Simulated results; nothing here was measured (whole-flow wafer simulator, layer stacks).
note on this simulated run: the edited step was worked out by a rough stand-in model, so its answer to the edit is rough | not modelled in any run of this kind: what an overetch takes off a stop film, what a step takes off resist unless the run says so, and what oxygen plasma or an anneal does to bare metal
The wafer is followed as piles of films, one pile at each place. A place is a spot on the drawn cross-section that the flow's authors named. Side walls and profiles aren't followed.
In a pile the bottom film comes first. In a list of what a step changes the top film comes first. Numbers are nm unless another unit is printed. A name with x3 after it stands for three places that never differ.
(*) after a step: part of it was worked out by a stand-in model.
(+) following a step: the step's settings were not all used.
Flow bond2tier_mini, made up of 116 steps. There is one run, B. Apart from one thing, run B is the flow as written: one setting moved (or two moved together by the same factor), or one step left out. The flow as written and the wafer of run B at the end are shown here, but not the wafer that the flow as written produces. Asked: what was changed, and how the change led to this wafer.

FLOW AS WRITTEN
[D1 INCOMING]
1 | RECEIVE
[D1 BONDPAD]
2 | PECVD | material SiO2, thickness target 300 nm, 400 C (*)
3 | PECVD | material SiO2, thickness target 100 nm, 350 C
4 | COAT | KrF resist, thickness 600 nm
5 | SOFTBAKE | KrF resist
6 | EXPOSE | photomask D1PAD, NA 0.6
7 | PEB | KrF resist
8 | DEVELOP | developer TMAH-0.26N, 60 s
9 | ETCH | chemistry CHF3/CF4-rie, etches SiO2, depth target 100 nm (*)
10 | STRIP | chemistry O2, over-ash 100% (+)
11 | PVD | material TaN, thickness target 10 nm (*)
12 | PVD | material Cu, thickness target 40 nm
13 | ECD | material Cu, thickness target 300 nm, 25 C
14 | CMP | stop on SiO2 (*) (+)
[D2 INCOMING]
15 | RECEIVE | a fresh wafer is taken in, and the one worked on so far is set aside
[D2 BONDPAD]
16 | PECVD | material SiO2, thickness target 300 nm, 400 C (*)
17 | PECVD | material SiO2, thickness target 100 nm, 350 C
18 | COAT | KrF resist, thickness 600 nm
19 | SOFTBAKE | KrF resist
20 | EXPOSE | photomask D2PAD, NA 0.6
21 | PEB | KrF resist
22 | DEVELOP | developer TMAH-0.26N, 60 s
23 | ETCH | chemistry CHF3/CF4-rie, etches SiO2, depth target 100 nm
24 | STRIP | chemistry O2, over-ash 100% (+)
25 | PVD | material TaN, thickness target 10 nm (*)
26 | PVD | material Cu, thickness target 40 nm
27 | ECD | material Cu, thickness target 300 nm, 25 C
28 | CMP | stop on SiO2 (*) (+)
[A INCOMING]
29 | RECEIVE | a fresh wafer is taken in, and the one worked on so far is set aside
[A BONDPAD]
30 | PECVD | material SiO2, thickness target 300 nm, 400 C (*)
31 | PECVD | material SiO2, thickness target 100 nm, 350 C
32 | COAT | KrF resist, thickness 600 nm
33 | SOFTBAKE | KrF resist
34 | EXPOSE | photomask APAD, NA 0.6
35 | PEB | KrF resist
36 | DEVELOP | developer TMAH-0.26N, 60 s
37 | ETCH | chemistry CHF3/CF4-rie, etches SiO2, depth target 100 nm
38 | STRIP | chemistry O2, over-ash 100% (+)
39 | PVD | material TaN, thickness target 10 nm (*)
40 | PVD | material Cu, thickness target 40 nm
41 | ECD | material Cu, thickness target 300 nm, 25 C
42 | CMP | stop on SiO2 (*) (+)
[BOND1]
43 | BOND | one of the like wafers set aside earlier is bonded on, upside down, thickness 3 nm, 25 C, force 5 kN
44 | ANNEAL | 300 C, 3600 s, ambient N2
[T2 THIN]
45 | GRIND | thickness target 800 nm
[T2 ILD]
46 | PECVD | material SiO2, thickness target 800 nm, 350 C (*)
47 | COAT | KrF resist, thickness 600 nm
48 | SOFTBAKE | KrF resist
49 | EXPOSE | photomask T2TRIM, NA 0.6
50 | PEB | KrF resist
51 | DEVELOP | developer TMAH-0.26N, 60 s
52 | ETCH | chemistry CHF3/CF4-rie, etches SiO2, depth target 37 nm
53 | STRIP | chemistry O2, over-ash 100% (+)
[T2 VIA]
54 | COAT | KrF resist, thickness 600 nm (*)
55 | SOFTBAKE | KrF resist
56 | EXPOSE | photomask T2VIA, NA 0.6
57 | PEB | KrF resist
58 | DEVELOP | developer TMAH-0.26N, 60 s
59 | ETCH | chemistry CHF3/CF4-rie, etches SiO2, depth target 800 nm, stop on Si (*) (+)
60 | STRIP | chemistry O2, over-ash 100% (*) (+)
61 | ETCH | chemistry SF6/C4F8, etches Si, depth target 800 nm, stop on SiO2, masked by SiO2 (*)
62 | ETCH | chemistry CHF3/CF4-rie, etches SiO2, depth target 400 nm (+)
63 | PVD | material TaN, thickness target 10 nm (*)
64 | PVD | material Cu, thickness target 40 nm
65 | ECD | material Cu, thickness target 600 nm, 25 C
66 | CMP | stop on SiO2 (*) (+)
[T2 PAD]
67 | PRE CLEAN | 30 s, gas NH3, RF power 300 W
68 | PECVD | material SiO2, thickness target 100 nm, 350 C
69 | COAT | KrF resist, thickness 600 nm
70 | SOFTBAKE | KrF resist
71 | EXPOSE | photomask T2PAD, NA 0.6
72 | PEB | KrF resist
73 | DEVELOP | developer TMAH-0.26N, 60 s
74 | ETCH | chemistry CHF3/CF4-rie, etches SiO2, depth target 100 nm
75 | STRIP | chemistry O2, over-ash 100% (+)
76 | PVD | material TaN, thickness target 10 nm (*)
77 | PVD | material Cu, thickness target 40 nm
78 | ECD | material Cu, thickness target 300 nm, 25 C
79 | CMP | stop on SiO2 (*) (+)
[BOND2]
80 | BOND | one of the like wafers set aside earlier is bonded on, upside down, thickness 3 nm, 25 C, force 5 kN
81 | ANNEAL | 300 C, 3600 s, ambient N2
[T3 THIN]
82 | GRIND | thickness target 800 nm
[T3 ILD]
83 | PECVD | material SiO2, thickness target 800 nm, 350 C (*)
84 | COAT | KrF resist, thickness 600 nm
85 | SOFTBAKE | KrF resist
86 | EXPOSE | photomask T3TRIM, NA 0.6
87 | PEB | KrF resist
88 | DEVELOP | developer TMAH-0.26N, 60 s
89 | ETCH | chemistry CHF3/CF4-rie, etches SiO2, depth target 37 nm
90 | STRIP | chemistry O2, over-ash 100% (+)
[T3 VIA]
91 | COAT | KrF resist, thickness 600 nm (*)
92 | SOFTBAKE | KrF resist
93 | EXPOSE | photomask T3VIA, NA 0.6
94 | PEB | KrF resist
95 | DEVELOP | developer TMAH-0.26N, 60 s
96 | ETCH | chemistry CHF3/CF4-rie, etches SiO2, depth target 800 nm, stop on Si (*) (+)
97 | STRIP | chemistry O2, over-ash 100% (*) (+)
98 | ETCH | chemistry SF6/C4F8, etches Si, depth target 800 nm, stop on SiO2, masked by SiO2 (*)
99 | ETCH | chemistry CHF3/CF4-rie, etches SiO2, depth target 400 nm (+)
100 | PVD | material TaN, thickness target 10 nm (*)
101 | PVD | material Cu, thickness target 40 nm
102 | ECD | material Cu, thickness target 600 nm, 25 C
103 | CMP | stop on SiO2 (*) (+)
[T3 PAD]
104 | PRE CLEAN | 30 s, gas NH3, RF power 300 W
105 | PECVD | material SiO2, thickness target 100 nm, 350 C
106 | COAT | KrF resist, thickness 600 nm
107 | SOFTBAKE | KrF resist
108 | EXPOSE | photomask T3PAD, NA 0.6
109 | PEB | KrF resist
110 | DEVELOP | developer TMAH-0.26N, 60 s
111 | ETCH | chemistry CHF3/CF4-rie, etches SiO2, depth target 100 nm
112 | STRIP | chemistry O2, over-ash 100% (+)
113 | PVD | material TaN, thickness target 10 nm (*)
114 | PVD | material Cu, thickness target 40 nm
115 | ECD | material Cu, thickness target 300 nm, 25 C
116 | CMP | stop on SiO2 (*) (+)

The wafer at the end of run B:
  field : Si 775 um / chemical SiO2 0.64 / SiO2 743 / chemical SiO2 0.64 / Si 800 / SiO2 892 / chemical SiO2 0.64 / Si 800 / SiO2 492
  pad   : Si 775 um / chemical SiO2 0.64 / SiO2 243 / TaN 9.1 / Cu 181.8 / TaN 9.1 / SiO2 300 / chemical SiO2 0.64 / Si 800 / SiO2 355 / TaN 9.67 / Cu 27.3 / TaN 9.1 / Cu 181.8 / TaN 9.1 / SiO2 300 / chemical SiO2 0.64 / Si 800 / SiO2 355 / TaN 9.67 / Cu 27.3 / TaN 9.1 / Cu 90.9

The reason: step 30, PECVD: thickness target 243 nm was run, while the flow as written has thickness target 300 nm.
The wafer lets one read it off: pad has SiO2 243, and step 30 as written asks for 300 nm.

The path from the change to this, step by step:
  30 | PECVD | material SiO2, thickness target 300 nm, 400 C (*)
      field, pad, via: SiO2 gains 243 (new film) (as written it would have been: SiO2 gains 300 (new film))
